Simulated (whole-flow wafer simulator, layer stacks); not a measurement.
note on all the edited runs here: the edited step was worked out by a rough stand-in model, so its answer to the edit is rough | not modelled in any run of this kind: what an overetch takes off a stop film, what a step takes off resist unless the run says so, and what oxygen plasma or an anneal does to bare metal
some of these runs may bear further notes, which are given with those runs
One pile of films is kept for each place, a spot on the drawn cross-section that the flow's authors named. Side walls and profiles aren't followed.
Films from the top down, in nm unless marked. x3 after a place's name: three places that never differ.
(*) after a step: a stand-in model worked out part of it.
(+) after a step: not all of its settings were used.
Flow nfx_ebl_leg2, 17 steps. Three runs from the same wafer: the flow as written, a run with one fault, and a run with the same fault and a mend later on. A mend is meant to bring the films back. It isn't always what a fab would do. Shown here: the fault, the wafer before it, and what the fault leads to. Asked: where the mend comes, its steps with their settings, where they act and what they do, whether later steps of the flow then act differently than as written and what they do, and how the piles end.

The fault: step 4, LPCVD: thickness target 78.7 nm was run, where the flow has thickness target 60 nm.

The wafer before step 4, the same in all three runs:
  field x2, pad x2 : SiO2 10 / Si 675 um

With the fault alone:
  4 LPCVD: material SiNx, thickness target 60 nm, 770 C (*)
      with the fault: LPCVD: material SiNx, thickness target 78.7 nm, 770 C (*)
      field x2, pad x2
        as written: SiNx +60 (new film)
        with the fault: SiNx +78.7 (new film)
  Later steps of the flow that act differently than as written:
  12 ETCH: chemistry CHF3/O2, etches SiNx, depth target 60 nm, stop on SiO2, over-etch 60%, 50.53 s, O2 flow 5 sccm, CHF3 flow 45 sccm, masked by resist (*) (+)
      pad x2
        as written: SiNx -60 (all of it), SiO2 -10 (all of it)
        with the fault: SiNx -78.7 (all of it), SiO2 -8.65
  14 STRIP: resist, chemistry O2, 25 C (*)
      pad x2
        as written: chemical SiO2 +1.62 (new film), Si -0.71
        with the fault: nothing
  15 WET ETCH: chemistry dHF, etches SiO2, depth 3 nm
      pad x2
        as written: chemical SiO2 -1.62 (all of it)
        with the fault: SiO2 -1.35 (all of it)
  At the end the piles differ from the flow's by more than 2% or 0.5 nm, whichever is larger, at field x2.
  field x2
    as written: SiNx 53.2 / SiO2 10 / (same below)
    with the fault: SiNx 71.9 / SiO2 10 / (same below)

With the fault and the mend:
  The mend comes after step 5.
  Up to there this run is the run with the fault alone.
  5a ETCH: chemistry h3po4, depth target 90.51 nm
      field x2, pad x2
        SiNx -78.7 (all of it)
  5b CLEAN: chemistry SC1/SC2 (the flow's step 2 once more)
      changes no film at any place that is followed
  5c LPCVD: material SiNx, thickness target 60 nm, 770 C (*) (the flow's step 4 once more)
      field x2, pad x2
        SiNx +60 (new film)
  No later step of the flow acts differently than as written at any place that is followed.
  At the end the piles are the same as the flow's at every place that both follow.
